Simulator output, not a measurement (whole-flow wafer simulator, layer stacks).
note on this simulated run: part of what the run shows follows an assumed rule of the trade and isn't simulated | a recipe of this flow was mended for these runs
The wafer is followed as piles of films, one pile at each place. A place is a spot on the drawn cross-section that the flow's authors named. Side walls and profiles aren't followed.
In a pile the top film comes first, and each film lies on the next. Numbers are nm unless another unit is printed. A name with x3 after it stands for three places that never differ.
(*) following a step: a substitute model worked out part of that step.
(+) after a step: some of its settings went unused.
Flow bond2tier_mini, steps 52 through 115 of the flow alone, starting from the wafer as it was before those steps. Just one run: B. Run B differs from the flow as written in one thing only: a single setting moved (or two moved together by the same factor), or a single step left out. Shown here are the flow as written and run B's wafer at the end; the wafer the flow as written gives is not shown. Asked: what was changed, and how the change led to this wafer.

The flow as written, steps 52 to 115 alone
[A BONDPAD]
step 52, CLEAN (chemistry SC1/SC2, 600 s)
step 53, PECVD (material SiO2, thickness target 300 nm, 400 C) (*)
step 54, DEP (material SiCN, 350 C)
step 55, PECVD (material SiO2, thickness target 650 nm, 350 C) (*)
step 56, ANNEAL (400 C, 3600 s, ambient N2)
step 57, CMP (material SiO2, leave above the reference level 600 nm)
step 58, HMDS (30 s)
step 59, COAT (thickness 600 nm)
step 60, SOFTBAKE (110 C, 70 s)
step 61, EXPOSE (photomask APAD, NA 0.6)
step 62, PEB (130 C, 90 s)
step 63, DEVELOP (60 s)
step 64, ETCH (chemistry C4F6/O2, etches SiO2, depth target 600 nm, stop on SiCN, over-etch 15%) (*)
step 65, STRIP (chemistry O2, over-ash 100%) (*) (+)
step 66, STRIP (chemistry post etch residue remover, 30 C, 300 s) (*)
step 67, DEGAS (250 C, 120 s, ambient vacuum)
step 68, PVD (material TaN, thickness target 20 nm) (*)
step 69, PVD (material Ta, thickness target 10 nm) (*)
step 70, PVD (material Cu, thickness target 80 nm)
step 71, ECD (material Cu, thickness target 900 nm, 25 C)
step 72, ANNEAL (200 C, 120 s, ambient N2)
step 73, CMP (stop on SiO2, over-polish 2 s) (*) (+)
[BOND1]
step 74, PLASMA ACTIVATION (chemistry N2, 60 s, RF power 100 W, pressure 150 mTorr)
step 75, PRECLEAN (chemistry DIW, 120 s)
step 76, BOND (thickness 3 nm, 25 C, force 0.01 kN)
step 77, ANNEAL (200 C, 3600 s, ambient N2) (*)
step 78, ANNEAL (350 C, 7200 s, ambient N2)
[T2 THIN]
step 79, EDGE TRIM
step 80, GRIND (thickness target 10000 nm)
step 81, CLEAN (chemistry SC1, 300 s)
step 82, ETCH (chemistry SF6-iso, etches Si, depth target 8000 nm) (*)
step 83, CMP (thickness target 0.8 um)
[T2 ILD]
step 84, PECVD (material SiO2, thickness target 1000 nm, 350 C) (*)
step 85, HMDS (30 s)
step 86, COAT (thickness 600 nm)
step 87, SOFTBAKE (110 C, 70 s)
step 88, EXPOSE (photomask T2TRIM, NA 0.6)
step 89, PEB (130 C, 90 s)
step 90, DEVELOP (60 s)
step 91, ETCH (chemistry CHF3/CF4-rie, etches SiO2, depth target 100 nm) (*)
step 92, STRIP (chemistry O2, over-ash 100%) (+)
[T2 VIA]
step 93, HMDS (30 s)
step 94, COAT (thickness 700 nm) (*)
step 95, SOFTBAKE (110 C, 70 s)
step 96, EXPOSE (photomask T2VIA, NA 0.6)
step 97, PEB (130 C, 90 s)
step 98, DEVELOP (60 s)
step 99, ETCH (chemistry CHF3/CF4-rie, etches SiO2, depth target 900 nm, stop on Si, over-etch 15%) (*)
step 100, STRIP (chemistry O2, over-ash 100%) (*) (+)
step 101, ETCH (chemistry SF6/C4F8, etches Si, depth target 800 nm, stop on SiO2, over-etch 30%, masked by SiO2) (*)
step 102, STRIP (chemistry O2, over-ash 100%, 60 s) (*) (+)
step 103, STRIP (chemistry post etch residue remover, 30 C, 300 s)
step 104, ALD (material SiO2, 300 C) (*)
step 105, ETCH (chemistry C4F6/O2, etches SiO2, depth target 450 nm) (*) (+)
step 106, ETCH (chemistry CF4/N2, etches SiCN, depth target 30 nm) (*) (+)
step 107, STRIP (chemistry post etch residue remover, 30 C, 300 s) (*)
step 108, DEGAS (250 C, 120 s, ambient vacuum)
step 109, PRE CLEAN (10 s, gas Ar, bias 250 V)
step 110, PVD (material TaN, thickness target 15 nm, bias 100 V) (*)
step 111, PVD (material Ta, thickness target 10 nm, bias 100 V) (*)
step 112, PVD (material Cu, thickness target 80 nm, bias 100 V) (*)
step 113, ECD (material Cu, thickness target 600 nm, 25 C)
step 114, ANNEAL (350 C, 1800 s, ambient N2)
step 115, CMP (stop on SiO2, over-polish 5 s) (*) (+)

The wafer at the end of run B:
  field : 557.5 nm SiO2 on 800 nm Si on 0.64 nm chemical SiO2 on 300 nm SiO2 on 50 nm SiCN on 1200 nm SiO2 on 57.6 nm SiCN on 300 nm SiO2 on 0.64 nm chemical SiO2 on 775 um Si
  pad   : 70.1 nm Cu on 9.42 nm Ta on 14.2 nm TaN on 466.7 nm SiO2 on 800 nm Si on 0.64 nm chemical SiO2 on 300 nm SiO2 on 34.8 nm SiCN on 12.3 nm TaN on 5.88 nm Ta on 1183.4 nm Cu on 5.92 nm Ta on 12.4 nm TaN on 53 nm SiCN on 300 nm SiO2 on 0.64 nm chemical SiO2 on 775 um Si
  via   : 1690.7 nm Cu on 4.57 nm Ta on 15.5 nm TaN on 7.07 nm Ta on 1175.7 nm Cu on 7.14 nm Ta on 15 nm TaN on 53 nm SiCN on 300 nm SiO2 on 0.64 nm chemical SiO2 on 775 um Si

Cause: step 54, DEP: 316 C was run, though the flow has 350 C; step 64, ETCH: depth target 545.6 nm was run, where the flow has depth target 600 nm.

Step by step, how the change led to this:
  step 54, DEP (material SiCN, 350 C)
      field, pad, via: +57.6 SiCN (new film) (in the flow as written it would be: +50 SiCN (new film))
  step 64, ETCH (chemistry C4F6/O2, etches SiO2, depth target 600 nm, stop on SiCN, over-etch 15%) (*)
      pad, via: -600 SiO2 (all of it), -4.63 SiCN (in the flow as written it would be: -600 SiO2 (all of it), -15.2 SiCN)
      field: -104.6 thick-KrF-resist (in the flow as written it would be: -115 thick-KrF-resist)
  step 65, STRIP (chemistry O2, over-ash 100%) (*) (+)
      field: -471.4 thick-KrF-resist (all of it) (in the flow as written it would be: -460.9 thick-KrF-resist (all of it))
